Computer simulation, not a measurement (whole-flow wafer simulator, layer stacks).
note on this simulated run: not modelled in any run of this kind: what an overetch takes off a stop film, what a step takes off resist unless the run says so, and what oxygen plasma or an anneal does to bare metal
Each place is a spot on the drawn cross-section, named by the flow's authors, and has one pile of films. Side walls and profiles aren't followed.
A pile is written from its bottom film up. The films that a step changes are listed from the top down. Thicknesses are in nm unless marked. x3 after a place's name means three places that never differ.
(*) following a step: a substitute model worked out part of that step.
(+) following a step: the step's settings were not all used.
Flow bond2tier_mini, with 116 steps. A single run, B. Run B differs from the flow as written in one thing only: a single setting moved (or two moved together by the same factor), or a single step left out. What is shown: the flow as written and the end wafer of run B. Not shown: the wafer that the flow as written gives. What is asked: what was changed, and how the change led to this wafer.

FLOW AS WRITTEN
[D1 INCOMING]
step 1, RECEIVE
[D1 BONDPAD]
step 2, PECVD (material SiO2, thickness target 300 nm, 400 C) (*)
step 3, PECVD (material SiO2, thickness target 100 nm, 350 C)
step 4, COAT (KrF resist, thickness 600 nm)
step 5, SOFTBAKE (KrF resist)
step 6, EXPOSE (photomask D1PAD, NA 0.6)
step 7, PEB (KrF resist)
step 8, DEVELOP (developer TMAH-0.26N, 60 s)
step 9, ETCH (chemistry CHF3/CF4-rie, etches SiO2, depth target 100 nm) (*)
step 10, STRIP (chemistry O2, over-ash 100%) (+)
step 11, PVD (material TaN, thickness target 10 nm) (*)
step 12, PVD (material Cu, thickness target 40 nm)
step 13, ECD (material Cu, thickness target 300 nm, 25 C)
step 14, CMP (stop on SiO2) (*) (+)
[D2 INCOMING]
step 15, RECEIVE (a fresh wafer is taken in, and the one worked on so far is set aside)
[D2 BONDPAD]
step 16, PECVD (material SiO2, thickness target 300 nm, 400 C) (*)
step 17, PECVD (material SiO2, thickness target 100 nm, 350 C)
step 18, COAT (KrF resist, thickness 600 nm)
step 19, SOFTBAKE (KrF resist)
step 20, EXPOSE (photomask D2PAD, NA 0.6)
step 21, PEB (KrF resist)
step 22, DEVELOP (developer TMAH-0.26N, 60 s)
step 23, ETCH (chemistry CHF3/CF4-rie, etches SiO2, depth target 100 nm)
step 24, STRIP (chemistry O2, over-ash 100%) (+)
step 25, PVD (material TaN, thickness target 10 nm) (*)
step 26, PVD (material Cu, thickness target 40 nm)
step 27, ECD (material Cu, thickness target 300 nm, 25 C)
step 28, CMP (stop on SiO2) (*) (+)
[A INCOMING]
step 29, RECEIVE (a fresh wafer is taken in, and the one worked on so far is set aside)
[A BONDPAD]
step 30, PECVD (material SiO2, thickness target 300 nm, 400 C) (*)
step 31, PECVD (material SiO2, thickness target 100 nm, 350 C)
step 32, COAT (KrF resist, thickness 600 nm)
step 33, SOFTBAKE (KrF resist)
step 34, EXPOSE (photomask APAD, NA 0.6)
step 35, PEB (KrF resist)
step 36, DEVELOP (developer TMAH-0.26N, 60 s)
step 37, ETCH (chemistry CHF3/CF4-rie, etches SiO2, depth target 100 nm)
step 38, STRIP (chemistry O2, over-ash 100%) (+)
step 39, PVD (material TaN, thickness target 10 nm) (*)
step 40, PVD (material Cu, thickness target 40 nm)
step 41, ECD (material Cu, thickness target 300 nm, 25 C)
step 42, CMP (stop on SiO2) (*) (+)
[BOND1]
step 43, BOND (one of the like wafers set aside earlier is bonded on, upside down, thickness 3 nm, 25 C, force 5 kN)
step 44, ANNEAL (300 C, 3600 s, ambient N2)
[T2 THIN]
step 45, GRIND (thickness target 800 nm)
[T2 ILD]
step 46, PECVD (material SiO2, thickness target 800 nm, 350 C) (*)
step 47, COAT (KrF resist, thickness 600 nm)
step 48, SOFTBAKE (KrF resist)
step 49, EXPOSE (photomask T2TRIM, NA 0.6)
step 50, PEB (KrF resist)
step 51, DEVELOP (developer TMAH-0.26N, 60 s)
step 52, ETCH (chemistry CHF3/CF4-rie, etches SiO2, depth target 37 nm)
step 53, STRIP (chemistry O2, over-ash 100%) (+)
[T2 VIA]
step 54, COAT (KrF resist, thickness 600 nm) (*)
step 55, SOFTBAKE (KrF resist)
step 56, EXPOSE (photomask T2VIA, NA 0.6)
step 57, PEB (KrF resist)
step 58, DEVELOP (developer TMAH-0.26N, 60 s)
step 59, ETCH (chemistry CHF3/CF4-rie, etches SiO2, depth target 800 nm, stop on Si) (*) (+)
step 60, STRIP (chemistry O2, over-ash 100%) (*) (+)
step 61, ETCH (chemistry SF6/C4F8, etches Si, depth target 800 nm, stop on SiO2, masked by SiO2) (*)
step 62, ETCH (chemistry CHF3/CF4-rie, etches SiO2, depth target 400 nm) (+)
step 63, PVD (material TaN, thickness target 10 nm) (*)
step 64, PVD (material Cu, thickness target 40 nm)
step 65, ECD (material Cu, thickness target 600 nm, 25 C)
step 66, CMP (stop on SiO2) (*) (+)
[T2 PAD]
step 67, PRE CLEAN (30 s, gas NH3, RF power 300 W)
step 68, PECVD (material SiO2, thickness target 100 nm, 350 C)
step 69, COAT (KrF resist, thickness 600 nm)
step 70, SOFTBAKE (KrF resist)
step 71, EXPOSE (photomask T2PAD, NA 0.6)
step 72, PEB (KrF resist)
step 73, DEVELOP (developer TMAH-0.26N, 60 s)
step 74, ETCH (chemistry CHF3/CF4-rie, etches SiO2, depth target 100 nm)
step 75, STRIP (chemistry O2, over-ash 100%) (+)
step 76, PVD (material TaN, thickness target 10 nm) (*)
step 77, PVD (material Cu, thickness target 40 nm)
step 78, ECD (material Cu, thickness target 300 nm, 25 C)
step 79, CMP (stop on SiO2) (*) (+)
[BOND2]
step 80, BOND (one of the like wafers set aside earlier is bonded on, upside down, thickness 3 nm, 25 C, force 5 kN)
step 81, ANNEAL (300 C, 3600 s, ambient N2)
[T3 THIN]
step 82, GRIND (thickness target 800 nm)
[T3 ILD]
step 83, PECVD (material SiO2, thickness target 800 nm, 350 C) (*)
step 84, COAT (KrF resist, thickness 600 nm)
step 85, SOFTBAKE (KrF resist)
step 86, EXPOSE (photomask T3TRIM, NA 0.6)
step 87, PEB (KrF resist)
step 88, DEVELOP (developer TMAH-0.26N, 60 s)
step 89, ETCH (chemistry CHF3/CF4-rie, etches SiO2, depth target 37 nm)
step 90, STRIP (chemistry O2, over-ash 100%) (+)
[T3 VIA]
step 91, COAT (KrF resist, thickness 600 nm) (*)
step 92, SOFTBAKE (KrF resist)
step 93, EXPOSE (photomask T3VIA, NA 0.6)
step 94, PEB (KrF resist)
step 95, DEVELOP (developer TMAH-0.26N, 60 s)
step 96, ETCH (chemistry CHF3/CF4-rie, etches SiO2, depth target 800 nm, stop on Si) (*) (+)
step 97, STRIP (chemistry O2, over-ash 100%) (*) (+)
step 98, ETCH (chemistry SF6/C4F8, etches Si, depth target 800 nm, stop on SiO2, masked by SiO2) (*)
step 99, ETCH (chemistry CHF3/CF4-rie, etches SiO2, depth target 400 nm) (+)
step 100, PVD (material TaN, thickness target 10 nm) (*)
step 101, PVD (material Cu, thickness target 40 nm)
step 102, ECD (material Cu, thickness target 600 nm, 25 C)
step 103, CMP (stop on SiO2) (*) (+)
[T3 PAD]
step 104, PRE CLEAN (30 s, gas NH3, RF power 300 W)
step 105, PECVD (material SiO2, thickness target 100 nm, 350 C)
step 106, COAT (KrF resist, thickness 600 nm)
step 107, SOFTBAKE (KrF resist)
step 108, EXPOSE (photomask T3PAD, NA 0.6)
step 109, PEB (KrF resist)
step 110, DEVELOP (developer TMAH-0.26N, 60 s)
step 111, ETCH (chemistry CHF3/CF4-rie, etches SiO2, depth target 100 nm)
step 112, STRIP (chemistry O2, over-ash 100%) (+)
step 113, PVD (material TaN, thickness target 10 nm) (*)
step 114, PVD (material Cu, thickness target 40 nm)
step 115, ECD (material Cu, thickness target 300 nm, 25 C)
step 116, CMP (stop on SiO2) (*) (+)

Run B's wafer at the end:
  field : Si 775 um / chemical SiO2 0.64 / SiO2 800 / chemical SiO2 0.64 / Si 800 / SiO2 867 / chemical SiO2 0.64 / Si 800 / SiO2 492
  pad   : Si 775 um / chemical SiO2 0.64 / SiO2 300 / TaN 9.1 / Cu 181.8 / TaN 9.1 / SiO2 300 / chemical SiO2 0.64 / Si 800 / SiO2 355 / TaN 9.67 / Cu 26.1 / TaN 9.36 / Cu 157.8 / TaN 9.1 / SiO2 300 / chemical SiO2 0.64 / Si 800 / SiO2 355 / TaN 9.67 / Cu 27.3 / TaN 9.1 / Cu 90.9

What caused this: step 68, PECVD: thickness target 75 nm was run, whereas the flow has thickness target 100 nm.

Step by step, how the change led to this:
  step 68, PECVD (material SiO2, thickness target 100 nm, 350 C)
      field: SiO2 gains 75 (as written it would have been: SiO2 gains 100)
      pad: SiO2 gains 75 (new film) (as written it would have been: SiO2 gains 100 (new film))
  step 74, ETCH (chemistry CHF3/CF4-rie, etches SiO2, depth target 100 nm)
      pad: SiO2 loses 75 (all of it), Cu loses 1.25 (as written it would have been: SiO2 loses 100 (all of it))
  step 77, PVD (material Cu, thickness target 40 nm)
      pad: Cu gains 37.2 (new film) (as written it would have been: Cu gains 36.4 (new film))
  step 78, ECD (material Cu, thickness target 300 nm, 25 C)
      pad: Cu gains 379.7 (as written it would have been: Cu gains 404.5)
